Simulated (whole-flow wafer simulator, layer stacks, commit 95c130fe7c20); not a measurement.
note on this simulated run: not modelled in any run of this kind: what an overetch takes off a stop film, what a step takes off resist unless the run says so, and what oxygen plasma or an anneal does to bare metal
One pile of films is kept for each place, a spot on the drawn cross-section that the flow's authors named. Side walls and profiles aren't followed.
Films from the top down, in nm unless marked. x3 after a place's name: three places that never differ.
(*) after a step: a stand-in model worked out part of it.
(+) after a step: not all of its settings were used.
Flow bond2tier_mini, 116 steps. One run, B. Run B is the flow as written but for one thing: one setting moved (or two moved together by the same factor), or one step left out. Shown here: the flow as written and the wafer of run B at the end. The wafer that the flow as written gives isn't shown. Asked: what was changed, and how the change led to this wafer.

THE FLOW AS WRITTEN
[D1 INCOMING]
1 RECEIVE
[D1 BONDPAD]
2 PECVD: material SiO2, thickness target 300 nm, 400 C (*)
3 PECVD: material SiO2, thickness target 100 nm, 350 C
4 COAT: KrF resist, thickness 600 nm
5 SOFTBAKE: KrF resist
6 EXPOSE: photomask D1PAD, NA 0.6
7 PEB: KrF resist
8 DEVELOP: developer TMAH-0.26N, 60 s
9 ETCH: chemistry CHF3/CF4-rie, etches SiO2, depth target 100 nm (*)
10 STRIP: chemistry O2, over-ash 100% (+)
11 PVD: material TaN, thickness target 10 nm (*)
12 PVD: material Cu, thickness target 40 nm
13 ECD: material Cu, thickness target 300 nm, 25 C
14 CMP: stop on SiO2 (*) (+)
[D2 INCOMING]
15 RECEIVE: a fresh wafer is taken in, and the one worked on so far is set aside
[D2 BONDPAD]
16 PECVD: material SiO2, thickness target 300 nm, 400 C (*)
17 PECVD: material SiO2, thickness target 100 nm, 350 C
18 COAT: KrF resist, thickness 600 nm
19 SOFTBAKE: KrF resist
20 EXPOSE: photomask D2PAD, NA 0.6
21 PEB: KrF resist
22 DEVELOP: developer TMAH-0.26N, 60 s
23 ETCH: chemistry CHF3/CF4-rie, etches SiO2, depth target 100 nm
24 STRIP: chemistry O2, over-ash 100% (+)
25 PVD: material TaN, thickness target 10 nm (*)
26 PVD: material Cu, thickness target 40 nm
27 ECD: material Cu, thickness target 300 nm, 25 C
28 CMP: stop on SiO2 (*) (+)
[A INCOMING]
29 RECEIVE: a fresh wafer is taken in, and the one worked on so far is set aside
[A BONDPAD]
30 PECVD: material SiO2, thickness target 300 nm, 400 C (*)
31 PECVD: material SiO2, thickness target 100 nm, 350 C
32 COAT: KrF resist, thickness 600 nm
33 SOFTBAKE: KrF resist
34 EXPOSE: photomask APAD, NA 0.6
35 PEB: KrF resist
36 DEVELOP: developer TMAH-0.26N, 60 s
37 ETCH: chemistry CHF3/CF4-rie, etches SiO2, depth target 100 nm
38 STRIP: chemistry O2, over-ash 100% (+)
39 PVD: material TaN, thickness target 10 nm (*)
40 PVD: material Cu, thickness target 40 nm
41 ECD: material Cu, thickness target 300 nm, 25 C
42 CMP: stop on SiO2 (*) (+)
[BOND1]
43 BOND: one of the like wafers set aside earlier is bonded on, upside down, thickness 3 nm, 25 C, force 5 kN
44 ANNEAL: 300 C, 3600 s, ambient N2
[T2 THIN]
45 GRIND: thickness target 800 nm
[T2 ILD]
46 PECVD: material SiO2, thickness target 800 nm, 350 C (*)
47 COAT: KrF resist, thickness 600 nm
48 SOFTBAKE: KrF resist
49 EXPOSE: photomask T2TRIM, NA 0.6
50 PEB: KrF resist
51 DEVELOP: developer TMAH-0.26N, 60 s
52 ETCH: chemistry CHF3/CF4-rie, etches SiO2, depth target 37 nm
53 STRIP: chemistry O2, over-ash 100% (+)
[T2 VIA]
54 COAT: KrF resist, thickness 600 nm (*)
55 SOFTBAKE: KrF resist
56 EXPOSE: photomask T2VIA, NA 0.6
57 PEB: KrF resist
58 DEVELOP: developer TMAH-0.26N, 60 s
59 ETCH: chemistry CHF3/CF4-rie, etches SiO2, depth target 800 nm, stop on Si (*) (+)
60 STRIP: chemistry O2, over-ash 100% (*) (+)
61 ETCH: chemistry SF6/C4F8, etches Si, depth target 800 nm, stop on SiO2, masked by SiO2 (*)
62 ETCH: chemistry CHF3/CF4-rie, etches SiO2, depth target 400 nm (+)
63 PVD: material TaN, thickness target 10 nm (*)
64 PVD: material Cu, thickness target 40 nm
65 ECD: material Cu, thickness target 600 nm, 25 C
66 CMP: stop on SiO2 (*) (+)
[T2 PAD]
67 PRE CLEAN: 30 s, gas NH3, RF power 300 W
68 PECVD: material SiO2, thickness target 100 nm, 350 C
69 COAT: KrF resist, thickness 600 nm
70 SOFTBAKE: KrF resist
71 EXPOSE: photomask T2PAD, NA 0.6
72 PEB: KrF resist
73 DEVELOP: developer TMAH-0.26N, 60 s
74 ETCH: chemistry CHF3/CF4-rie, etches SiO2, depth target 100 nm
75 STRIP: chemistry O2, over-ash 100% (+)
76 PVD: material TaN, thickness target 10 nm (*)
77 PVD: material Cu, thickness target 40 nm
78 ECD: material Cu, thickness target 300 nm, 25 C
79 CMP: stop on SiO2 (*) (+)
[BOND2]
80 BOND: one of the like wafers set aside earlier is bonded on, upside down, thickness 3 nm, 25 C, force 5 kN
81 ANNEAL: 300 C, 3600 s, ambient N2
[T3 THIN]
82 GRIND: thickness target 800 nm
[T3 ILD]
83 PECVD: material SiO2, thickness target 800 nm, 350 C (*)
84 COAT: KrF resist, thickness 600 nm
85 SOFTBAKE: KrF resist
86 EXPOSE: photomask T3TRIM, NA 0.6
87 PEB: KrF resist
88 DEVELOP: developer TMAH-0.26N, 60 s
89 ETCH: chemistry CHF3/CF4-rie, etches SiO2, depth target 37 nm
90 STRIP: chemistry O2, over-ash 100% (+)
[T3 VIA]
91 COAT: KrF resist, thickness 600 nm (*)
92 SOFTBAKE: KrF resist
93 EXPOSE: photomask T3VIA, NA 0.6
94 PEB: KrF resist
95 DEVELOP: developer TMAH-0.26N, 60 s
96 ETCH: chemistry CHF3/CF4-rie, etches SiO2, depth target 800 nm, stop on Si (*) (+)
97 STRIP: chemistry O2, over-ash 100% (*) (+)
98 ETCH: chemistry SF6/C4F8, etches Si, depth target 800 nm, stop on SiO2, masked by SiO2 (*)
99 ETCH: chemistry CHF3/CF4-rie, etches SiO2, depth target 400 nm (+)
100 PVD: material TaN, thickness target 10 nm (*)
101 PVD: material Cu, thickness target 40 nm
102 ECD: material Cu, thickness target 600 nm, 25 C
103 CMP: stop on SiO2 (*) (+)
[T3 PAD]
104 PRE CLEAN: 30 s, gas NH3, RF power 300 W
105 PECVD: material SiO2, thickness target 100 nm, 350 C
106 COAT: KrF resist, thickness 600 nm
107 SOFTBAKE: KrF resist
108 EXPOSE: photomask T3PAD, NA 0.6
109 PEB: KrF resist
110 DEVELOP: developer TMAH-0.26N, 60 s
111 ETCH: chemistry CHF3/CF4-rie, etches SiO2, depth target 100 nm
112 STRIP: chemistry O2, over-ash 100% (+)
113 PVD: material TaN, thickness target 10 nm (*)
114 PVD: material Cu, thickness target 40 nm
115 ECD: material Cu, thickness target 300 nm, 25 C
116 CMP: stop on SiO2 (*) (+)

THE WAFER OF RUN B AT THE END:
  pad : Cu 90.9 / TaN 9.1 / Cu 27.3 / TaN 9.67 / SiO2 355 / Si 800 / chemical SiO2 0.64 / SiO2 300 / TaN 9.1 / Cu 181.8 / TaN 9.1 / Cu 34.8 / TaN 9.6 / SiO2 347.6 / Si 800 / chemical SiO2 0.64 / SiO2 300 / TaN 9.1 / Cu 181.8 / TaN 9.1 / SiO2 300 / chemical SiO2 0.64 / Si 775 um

The cause: step 52, ETCH: depth target 44.4 nm was run, where the flow has depth target 37 nm.

How the change led to this, step by step:
  52 ETCH: chemistry CHF3/CF4-rie, etches SiO2, depth target 37 nm
      pad, via: SiO2 -44.4 (as written it would be: SiO2 -37)
      field: KrF resist -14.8 (as written it would be: KrF resist -12.3)
